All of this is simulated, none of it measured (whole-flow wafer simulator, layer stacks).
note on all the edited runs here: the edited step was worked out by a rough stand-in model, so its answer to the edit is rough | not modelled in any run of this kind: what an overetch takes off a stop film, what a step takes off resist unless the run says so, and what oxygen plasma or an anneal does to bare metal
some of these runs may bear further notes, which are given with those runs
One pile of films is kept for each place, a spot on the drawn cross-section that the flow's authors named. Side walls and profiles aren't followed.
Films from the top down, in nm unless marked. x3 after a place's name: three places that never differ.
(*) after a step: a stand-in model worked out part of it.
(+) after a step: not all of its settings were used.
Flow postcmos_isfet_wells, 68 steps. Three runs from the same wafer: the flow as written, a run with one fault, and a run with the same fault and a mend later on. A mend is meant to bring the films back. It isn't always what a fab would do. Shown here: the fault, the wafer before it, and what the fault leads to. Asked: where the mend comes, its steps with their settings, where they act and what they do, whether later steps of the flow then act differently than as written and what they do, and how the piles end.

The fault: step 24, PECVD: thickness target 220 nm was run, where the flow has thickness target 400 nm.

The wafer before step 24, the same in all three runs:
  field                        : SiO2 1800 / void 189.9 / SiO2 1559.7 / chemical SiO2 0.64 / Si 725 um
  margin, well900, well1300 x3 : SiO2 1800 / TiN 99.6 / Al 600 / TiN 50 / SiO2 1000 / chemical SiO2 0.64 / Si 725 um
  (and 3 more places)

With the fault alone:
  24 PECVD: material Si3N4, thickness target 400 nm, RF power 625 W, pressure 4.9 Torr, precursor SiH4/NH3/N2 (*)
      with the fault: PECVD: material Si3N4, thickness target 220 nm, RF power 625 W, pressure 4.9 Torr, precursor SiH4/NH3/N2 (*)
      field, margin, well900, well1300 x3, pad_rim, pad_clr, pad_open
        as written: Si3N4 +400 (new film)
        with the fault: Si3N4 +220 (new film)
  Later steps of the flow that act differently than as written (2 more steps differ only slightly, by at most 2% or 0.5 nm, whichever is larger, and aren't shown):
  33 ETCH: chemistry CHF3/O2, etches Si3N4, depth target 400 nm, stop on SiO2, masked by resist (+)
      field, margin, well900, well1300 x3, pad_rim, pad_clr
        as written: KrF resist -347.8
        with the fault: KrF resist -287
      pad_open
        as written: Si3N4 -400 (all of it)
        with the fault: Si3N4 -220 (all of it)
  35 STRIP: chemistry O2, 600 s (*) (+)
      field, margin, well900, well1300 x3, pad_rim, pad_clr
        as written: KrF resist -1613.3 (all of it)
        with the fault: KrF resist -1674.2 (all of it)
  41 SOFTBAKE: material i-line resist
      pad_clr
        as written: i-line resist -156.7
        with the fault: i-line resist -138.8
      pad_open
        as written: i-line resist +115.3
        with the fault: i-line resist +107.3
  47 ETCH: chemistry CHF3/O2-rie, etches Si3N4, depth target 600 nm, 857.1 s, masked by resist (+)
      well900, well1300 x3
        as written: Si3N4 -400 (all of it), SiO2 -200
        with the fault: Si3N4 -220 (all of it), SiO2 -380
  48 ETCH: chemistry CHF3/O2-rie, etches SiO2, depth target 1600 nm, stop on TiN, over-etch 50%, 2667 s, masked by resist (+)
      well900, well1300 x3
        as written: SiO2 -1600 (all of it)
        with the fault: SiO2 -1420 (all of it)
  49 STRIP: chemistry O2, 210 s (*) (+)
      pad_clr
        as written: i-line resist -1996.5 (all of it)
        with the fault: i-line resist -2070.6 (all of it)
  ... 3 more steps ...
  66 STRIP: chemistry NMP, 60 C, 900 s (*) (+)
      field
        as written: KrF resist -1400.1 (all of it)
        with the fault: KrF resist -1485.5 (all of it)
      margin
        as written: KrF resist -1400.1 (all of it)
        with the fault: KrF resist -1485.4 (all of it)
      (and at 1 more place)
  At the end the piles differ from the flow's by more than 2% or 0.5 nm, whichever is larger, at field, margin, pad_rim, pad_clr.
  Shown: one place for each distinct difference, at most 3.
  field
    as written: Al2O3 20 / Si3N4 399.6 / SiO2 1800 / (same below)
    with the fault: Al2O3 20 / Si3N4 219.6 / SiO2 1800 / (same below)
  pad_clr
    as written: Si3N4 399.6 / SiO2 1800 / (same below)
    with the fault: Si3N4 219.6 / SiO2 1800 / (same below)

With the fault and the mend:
  The mend comes after step 24.
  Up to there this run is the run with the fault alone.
  24a PECVD: material Si3N4, thickness target 180 nm, RF power 625 W, pressure 4.9 Torr, precursor SiH4/NH3/N2 (*) (the flow's step 24 once more, with other settings)
      field, margin, well900, well1300 x3, pad_rim, pad_clr, pad_open
        Si3N4 +180
  No later step of the flow acts differently than as written at any place that is followed.
  At the end the piles are the same as the flow's at every place that both follow.
